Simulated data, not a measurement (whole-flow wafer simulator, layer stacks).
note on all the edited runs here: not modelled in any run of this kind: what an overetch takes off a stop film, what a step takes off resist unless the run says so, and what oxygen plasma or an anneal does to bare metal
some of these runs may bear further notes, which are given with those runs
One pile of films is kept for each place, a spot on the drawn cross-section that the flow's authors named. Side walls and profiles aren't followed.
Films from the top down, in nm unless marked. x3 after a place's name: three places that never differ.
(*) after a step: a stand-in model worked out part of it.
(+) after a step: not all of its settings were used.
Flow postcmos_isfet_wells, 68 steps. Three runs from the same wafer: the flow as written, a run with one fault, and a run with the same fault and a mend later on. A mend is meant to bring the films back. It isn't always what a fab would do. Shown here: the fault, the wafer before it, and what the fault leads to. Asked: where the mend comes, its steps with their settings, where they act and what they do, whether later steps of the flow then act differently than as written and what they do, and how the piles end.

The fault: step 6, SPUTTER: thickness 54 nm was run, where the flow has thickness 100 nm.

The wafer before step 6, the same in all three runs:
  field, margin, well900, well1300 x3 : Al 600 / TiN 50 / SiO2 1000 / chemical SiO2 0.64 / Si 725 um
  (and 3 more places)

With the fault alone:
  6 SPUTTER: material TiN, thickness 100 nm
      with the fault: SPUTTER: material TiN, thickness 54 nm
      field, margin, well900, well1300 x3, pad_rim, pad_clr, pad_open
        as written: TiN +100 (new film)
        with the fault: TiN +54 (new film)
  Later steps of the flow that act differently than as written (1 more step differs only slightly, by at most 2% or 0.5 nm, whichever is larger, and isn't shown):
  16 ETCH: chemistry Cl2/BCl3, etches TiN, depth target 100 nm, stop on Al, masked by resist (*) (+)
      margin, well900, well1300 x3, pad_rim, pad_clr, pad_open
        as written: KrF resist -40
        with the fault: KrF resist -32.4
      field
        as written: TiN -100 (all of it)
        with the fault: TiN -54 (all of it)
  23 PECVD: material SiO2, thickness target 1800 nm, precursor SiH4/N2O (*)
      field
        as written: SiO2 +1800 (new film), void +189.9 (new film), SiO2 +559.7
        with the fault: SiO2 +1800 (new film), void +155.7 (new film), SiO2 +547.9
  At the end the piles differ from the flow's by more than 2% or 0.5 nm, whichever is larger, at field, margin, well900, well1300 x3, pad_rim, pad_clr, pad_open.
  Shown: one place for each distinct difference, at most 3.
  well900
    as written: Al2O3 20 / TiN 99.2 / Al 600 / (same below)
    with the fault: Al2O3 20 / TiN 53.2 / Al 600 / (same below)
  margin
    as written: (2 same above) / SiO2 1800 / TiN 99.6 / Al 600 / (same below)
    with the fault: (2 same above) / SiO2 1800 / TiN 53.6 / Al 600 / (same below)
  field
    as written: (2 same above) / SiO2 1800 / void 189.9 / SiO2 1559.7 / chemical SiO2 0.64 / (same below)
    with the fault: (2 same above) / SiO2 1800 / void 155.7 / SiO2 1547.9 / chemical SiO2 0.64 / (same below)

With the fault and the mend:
  The mend comes after step 15.
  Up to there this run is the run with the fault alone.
  15a STRIP: chemistry O2, 600 s (+)
      margin, well900, well1300 x3, pad_rim, pad_clr, pad_open
        KrF resist -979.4 (all of it)
  15b SPUTTER: material TiN, thickness 46 nm (the flow's step 6 once more, with other settings)
      field, margin, well900, well1300 x3, pad_rim, pad_clr, pad_open
        TiN +46
  15c HMDS: 30 s (the flow's step 8 once more)
      changes no film at any place that is followed
  15d COAT: KrF resist (the flow's step 9 once more)
      field, margin, well900, well1300 x3, pad_rim, pad_clr, pad_open
        KrF resist +1000 (new film)
  15e SOFTBAKE: material KrF resist (the flow's step 10 once more)
      changes no film at any place that is followed
  15f EBR (the flow's step 11 once more)
      changes no film at any place that is followed
  15g EXPOSE: photomask PLATE, NA 0.55, wavelength 248 nm (*) (the flow's step 12 once more)
      changes no film at any place that is followed
  15h PEB (the flow's step 13 once more)
      field, margin, well900, well1300 x3, pad_rim, pad_clr, pad_open
        KrF resist -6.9
  15i DEVELOP: 60 s (the flow's step 14 once more)
      margin, well900, well1300 x3, pad_rim, pad_clr, pad_open
        KrF resist -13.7
      field
        KrF resist -993.1 (all of it)
  No later step of the flow acts differently than as written at any place that is followed.
  At the end the piles are the same as the flow's at every place that both follow.
